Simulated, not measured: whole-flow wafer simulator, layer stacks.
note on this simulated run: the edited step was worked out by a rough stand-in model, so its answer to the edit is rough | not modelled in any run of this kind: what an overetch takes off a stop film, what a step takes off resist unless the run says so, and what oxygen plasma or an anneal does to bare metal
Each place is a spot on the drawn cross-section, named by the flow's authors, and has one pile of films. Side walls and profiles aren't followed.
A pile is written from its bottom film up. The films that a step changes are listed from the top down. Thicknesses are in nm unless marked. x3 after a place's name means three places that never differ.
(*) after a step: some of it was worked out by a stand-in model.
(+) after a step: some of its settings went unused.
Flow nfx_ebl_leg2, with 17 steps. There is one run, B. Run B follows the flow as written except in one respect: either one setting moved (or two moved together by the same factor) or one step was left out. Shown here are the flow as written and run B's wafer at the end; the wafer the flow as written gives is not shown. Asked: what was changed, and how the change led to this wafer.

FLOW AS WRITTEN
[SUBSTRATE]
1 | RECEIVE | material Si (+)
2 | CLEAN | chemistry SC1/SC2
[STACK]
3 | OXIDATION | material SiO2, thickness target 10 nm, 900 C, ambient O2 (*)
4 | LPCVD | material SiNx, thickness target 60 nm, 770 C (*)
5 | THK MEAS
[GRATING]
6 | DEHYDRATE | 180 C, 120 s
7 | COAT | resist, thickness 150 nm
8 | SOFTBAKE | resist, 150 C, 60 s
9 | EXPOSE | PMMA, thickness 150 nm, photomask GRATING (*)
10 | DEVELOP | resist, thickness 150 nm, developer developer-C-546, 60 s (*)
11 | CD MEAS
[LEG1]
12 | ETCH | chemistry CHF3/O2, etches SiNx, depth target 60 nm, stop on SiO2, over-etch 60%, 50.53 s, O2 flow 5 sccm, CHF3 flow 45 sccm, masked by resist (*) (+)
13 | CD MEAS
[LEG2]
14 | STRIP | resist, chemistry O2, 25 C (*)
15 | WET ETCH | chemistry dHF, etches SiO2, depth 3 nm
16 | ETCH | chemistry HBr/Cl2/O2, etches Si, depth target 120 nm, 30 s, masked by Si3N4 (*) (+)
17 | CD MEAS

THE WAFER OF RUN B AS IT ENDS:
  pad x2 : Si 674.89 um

Cause: step 16, ETCH: depth target 102 nm was run, while the flow as written has depth target 120 nm.

How this came from the change, step by step:
  16 | ETCH | chemistry HBr/Cl2/O2, etches Si, depth target 120 nm, 30 s, masked by Si3N4 (*) (+)
      pad x2: -102 Si (as written it would have been: -120 Si)
